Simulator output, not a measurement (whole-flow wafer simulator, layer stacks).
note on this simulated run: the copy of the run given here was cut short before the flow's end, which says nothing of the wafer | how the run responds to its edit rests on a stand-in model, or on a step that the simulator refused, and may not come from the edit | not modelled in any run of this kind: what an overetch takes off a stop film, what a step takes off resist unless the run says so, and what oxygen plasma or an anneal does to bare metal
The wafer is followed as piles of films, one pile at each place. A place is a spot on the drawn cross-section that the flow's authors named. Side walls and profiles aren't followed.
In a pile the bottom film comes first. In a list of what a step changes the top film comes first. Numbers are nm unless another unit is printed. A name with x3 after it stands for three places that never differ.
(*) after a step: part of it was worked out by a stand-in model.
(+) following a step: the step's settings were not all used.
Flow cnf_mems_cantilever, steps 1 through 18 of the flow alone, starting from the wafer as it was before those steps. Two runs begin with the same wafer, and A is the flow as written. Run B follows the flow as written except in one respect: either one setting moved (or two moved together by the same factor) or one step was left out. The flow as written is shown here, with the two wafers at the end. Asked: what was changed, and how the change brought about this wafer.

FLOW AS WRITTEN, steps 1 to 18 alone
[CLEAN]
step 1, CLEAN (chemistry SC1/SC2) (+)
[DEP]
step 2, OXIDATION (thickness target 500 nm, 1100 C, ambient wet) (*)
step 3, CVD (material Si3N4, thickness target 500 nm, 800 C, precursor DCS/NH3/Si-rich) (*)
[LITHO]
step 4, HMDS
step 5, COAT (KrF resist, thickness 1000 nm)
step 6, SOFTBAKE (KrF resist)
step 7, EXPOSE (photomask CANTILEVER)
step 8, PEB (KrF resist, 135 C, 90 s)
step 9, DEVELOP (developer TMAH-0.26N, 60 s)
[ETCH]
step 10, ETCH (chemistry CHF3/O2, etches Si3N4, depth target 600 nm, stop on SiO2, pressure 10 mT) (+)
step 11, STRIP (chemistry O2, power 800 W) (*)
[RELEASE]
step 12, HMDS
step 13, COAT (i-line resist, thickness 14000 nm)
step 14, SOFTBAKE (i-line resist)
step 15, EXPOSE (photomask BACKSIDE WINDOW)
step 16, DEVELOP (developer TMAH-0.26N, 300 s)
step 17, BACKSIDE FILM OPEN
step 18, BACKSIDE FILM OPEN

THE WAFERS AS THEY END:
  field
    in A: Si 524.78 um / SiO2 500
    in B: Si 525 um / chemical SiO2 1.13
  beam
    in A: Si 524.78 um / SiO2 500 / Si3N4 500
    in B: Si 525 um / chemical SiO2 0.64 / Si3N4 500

The reason: step 2, OXIDATION: thickness target 500 nm, 1100 C, ambient wet (*), was omitted.

Step by step, how the change led to this:
  (no step that both runs have acts differently by more than 2% or 0.5 nm, whichever is larger)
